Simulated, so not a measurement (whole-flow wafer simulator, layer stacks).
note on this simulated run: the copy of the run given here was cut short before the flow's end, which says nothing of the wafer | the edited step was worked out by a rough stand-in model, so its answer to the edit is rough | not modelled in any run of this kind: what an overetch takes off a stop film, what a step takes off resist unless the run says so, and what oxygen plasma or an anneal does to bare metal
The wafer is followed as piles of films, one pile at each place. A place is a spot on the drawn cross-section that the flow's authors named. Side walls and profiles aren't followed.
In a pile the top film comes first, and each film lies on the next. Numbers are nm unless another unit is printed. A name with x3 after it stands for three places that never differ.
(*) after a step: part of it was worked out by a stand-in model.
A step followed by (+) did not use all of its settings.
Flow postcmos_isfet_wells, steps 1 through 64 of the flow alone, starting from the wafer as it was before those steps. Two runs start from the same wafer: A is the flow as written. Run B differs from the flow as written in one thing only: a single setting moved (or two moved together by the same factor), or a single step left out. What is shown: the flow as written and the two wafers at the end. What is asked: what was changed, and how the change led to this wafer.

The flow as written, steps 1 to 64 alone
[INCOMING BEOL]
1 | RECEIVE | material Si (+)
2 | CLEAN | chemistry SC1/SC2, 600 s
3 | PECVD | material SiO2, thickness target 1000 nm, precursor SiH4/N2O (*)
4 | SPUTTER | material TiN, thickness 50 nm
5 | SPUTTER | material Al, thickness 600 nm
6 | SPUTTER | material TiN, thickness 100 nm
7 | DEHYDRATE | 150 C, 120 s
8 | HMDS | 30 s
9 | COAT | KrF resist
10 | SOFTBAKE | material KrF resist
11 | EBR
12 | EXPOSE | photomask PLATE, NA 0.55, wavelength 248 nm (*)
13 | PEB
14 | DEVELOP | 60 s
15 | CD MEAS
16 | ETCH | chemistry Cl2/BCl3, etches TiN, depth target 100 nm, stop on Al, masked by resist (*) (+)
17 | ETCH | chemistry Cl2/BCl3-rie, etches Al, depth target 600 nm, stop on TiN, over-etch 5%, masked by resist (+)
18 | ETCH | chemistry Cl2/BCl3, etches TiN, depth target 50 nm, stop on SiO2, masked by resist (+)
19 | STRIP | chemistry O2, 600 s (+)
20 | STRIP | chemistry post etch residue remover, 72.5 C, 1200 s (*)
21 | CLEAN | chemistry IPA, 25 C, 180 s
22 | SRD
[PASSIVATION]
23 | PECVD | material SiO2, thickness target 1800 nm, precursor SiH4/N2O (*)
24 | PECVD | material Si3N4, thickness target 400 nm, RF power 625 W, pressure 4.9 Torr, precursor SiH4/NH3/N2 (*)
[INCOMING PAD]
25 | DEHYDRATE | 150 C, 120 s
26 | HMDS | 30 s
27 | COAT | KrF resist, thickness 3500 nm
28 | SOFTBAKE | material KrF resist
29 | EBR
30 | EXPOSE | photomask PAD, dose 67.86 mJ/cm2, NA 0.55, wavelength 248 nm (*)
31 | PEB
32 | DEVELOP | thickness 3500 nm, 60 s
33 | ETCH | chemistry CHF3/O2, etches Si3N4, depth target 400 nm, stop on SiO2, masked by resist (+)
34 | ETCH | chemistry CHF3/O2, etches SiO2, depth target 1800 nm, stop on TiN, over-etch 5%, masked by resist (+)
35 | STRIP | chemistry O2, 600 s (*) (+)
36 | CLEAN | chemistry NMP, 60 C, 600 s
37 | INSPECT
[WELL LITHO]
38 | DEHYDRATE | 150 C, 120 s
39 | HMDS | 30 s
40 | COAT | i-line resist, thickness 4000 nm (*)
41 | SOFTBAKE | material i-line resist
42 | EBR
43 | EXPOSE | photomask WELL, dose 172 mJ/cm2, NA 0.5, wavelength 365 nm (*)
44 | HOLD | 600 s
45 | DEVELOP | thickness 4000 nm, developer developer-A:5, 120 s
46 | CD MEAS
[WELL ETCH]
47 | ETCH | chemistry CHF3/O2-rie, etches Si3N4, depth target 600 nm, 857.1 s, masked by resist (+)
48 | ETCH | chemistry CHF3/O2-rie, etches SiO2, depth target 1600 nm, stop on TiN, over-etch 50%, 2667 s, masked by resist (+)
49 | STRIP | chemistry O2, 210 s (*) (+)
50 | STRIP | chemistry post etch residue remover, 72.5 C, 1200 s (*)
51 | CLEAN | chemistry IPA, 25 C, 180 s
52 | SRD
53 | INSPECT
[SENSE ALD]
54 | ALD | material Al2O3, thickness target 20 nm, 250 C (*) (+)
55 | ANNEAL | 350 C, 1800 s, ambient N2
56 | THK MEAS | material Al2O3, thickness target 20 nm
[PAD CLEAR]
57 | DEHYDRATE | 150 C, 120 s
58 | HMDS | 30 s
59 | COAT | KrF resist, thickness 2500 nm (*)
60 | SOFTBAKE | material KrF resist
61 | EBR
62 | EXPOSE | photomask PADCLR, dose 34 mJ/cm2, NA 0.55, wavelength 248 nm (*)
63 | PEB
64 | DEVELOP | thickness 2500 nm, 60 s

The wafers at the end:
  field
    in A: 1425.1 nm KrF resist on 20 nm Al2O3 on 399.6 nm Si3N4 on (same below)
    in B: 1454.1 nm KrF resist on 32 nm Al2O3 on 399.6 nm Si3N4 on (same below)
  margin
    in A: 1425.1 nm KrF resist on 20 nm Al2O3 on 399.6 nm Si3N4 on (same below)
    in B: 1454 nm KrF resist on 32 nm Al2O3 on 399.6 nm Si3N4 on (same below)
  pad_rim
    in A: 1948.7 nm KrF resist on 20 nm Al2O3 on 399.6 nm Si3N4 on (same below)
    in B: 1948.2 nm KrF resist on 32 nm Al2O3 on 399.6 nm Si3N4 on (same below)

The reason: step 54, ALD: thickness target 32 nm was run, while the flow as written has thickness target 20 nm.
The wafer itself shows it: field has Al2O3 32, and step 54 as written asks for 20 nm.

Step by step, how the change led to this:
  54 | ALD | material Al2O3, thickness target 20 nm, 250 C (*) (+)
      field, margin, well900, well1300 x3, pad_rim, pad_clr, pad_open: A Al2O3 gains 20 (new film) | B Al2O3 gains 32 (new film)
